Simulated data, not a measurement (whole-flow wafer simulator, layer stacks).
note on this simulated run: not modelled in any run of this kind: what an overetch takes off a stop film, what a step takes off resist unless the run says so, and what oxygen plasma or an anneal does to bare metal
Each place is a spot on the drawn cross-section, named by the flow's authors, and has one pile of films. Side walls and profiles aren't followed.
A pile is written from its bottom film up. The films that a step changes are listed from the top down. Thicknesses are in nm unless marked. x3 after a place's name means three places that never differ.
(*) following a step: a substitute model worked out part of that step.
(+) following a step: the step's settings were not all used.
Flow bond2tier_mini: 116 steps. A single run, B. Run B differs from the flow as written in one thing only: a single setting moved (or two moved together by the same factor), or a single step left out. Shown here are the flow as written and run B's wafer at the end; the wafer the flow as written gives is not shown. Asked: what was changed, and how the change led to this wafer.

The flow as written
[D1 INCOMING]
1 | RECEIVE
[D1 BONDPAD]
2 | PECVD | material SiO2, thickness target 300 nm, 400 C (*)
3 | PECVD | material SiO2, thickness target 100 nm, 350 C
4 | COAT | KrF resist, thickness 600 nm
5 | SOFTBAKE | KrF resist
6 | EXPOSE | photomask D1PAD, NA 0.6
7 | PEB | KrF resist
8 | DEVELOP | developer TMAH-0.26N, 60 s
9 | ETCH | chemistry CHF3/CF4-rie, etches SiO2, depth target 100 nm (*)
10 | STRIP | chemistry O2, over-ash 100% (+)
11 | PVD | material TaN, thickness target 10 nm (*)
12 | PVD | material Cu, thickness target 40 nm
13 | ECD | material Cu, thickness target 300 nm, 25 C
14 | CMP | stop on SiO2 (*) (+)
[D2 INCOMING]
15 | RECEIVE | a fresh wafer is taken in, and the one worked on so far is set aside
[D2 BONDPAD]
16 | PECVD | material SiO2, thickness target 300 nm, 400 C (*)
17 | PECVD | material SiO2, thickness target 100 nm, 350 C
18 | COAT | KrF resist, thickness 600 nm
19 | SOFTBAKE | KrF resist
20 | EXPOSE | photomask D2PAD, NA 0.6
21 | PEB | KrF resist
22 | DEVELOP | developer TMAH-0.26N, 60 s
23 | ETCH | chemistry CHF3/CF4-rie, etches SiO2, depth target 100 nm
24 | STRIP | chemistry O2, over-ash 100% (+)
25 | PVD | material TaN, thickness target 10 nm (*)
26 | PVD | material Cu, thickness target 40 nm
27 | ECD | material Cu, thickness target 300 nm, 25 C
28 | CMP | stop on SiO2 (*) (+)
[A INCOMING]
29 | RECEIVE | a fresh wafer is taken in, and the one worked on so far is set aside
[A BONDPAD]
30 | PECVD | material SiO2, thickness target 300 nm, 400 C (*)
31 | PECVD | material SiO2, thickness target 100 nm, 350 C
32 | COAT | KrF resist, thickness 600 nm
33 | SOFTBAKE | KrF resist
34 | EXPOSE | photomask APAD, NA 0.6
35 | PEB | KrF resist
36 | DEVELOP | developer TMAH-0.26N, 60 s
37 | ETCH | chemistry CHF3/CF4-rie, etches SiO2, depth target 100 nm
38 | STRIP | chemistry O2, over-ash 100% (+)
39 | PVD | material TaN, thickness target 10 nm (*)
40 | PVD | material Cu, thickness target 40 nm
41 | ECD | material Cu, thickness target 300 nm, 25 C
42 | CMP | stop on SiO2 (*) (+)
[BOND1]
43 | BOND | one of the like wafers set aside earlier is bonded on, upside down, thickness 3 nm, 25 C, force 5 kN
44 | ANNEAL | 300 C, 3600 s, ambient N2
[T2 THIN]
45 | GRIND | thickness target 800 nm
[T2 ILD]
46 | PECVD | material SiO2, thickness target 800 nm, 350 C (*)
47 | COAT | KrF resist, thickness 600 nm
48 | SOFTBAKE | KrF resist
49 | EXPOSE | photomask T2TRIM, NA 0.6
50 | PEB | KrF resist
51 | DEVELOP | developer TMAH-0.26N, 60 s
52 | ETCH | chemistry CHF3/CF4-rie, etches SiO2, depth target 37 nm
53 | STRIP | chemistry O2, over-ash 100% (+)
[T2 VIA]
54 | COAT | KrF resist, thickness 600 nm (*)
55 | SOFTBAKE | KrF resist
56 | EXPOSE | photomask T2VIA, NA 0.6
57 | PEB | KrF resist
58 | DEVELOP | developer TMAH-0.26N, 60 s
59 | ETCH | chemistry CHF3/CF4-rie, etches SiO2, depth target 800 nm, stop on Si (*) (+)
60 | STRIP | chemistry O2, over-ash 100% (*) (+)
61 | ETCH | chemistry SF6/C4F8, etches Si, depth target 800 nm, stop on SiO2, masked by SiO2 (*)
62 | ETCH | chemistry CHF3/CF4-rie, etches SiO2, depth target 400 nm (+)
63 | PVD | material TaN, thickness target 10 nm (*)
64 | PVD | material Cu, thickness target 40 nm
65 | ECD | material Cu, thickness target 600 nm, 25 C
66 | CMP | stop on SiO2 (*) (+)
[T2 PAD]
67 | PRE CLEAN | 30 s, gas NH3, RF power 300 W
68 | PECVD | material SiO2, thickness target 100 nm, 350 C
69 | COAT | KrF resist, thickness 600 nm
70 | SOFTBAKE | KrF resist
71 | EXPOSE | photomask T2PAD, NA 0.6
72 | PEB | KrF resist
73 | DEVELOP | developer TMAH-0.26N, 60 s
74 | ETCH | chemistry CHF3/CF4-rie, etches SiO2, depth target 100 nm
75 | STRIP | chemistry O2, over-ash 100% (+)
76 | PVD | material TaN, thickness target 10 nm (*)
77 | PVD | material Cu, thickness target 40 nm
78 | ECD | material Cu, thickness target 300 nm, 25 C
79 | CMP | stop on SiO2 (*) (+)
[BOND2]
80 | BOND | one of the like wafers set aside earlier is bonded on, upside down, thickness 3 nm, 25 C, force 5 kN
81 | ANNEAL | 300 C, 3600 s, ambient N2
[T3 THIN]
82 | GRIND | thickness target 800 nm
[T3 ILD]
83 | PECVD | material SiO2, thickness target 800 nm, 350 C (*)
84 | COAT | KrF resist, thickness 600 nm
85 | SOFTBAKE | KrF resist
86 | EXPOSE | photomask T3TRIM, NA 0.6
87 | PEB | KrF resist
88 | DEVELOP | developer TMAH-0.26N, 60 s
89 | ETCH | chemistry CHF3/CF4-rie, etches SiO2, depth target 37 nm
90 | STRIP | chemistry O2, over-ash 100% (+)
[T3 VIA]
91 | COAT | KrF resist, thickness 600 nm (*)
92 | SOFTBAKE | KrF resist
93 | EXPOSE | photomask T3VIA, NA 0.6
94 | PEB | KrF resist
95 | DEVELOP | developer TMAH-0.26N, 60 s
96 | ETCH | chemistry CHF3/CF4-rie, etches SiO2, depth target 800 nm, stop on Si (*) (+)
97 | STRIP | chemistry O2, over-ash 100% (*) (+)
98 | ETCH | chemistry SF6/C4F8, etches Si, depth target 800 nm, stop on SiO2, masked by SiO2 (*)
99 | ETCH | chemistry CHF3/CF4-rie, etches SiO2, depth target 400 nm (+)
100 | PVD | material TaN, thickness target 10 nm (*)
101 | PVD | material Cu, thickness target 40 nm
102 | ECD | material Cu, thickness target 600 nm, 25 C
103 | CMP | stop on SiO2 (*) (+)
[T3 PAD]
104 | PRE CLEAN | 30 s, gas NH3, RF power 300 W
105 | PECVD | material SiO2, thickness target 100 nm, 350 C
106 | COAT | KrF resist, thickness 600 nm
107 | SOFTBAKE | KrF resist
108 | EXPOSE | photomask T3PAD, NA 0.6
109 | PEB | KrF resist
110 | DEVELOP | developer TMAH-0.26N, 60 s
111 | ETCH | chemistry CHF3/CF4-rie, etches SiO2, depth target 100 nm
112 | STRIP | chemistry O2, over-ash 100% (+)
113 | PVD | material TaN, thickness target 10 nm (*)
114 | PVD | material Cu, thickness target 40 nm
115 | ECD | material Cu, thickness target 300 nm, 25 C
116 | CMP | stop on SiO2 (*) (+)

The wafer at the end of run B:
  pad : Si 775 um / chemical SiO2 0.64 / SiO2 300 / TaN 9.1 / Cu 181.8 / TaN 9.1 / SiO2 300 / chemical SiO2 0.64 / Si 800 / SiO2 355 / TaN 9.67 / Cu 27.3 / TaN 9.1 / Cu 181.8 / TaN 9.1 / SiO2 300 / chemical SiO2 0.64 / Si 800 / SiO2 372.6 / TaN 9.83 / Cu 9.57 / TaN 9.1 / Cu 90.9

Cause: step 89, ETCH: depth target 19.4 nm was run, while the flow as written has depth target 37 nm.

The path from the change to this, step by step:
  89 | ETCH | chemistry CHF3/CF4-rie, etches SiO2, depth target 37 nm
      field: KrF resist loses 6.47 (as written it would have been: KrF resist loses 12.3)
      pad: SiO2 loses 19.4 (as written it would have been: SiO2 loses 37)
  97 | STRIP | chemistry O2, over-ash 100% (*) (+)
      field: KrF resist loses 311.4 (all of it) (as written it would have been: KrF resist loses 303.9 (all of it))
      pad: KrF resist loses 328.2 (all of it) (as written it would have been: KrF resist loses 336 (all of it))
  102 | ECD | material Cu, thickness target 600 nm, 25 C
      pad: Cu gains 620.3 (as written it would have been: Cu gains 638.7)
